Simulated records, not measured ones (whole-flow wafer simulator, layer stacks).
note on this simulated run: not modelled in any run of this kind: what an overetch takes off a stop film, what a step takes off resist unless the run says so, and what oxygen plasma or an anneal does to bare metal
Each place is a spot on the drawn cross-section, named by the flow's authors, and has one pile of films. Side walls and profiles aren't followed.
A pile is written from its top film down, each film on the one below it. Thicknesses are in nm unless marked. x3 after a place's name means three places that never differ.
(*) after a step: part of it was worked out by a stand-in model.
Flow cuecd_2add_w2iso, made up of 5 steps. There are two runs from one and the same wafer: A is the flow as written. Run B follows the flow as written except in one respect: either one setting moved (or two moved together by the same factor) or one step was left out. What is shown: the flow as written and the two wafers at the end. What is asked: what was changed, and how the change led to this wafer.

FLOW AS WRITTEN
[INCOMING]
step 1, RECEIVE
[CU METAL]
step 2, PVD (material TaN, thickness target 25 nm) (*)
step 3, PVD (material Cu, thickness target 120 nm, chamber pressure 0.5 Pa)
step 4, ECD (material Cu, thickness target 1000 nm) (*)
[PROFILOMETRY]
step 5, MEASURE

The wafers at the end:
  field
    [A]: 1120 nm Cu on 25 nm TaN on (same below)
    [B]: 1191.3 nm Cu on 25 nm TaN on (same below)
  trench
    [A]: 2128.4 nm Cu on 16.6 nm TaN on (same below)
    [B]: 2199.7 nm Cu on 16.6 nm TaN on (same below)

Cause: step 3, PVD: thickness target 191.3 nm was run, though the flow has thickness target 120 nm.

The path from the change to this, step by step:
  step 3, PVD (material Cu, thickness target 120 nm, chamber pressure 0.5 Pa)
      field: A Cu gains 120 (new film) | B Cu gains 191.3 (new film)
      trench: A Cu gains 80.8 (new film) | B Cu gains 128.3 (new film)
